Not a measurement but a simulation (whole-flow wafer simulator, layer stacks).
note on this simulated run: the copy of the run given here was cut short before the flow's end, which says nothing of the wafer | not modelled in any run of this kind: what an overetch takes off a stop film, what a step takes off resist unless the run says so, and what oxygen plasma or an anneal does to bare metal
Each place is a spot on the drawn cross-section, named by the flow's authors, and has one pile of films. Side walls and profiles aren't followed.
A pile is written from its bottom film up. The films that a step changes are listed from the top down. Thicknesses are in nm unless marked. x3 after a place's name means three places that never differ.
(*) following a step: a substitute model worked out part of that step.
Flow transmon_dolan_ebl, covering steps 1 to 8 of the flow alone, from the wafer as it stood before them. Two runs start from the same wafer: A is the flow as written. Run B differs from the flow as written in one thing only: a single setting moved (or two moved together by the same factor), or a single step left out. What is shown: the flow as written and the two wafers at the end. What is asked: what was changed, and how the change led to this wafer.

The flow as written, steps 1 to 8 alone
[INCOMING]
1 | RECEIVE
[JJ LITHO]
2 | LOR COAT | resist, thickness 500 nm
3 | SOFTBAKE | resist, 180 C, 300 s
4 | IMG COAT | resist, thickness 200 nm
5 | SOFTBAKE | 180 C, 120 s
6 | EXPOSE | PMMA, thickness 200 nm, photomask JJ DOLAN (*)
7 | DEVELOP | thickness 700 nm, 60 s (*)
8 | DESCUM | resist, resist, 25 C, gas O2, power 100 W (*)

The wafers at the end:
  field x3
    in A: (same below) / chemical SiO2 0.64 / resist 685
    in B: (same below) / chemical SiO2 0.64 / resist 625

Cause: step 4, IMG COAT: thickness 140 nm was run, while the flow as written has thickness 200 nm.

How this came from the change, step by step:
  4 | IMG COAT | resist, thickness 200 nm
      field x3, jj_line: A +200 resist | B +140 resist
  7 | DEVELOP | thickness 700 nm, 60 s (*)
      jj_line: A -700 resist (all of it) | B -640 resist (all of it)
